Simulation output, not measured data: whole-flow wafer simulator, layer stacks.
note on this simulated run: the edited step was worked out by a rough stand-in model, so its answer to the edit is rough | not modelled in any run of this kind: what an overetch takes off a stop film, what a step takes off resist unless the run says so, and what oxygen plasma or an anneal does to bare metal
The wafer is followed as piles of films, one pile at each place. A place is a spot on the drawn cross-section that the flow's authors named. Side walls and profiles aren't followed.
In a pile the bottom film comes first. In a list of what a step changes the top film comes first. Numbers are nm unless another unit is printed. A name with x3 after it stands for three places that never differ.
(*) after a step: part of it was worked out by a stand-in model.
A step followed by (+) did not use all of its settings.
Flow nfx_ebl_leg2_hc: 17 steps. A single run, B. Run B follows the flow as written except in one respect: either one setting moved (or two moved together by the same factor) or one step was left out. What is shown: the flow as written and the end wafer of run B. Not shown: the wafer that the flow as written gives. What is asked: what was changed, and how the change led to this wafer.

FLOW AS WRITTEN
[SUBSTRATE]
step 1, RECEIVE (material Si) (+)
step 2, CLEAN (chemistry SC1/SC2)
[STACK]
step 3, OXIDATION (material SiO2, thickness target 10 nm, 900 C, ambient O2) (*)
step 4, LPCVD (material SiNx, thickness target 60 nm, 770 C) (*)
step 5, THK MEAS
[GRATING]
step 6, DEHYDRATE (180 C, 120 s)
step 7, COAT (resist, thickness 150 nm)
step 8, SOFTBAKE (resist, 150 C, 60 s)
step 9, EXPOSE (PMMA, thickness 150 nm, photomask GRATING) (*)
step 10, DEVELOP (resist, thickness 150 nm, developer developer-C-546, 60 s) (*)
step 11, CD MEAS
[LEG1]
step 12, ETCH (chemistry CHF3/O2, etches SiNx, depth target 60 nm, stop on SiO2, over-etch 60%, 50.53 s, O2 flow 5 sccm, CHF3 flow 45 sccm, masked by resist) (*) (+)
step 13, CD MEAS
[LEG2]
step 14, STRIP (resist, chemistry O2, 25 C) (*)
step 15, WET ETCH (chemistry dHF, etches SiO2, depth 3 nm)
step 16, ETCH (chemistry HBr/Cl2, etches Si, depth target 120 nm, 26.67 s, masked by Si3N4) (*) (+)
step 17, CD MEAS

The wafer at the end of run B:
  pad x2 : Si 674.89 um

Cause: step 16, ETCH: depth target 108 nm was run, whereas the flow has depth target 120 nm.

The path from the change to this, step by step:
  step 16, ETCH (chemistry HBr/Cl2, etches Si, depth target 120 nm, 26.67 s, masked by Si3N4) (*) (+)
      pad x2: -108 Si (it would be, as written: -120 Si)
